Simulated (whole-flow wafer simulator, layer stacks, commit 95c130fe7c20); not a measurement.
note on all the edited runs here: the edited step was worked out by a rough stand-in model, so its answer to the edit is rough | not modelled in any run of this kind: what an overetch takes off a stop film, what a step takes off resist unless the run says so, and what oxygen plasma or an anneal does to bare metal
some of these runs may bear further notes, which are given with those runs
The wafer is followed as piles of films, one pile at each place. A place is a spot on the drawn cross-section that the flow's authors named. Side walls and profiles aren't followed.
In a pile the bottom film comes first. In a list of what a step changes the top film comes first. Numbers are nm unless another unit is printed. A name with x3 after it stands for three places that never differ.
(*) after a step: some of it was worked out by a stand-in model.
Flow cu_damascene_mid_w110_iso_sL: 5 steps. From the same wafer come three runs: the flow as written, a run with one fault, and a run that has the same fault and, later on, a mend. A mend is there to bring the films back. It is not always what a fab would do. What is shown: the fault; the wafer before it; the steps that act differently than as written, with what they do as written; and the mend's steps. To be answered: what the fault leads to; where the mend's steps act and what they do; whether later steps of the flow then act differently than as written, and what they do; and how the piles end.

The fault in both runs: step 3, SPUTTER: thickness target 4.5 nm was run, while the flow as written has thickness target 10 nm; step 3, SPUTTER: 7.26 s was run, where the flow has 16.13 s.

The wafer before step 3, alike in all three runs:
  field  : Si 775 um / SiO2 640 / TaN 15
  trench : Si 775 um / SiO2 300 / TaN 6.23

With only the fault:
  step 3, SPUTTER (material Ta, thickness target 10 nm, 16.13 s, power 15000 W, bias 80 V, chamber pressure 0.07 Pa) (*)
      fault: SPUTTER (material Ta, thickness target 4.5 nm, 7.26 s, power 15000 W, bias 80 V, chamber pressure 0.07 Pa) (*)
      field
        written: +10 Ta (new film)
        fault: +4.5 Ta (new film)
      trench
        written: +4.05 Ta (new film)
        fault: +1.82 Ta (new film)
  Later steps of the flow that are run all act as written at every place that is followed, up to a difference of at most 2% or 0.5 nm, whichever is larger.
  The piles end different from the flow's at field, trench by more than 2% or 0.5 nm, whichever is larger.
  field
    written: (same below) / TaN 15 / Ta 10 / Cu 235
    fault: (same below) / TaN 15 / Ta 4.5 / Cu 235
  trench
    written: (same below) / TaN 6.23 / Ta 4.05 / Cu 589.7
    fault: (same below) / TaN 6.23 / Ta 1.82 / Cu 586.4

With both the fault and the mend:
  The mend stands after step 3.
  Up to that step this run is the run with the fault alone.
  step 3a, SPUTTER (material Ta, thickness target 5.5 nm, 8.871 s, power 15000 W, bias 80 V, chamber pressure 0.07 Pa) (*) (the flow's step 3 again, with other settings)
      field
        +5.5 Ta
      trench
        +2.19 Ta
  Later steps of the flow that are run all act as written at every place that is followed.
  At the end the piles are close to the flow's at the places that both follow, differing by at most 2% or 0.5 nm, whichever is larger.
